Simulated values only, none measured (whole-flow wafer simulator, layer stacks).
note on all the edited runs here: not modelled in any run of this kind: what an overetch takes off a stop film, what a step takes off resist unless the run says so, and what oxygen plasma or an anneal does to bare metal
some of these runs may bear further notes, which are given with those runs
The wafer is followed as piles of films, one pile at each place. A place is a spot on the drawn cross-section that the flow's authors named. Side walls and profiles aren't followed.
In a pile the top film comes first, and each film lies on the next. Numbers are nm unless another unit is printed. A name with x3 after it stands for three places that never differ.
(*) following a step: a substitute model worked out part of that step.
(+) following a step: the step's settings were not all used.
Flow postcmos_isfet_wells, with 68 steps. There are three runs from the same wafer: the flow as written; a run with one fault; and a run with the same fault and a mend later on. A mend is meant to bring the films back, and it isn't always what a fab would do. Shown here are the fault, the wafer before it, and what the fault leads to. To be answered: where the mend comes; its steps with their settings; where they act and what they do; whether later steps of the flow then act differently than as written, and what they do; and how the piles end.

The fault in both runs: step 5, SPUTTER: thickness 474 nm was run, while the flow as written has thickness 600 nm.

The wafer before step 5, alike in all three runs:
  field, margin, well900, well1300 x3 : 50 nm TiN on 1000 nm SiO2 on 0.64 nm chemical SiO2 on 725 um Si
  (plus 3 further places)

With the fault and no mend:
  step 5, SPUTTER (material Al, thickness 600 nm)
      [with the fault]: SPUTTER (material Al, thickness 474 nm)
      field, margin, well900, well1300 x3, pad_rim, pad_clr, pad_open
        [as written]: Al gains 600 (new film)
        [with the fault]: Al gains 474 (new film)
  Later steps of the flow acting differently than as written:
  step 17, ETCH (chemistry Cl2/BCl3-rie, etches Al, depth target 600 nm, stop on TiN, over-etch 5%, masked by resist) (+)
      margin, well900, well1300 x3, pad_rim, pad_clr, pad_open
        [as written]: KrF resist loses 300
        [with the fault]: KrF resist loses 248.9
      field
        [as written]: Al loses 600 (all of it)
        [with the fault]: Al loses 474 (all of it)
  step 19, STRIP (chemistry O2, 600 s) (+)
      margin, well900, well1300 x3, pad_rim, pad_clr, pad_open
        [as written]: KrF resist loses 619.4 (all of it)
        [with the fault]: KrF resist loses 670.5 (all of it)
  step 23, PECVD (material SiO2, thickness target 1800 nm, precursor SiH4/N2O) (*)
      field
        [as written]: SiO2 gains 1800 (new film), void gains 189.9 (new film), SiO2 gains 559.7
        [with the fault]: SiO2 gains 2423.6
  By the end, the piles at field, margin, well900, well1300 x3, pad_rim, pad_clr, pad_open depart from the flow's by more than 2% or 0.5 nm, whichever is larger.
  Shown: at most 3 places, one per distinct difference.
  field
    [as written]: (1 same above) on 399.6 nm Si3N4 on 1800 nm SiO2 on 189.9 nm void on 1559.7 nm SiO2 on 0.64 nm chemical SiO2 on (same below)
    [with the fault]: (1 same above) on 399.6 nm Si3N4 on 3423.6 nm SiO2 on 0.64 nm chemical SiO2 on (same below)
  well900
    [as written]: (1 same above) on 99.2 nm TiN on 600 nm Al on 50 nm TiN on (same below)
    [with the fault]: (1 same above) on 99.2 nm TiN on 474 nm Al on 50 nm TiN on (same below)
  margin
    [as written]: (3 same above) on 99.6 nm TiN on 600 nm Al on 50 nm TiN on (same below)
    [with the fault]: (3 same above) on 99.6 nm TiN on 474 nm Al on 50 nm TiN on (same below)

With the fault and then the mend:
  The mend follows step 5.
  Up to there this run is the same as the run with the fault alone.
  step 5a, SPUTTER (material Al, thickness 126 nm) (the flow's step 5 again, with other settings)
      field, margin, well900, well1300 x3, pad_rim, pad_clr, pad_open
        Al gains 126
  None of the later steps of the flow acts differently than as written at any place that is followed.
  The piles end the same as the flow's at every place that both follow.
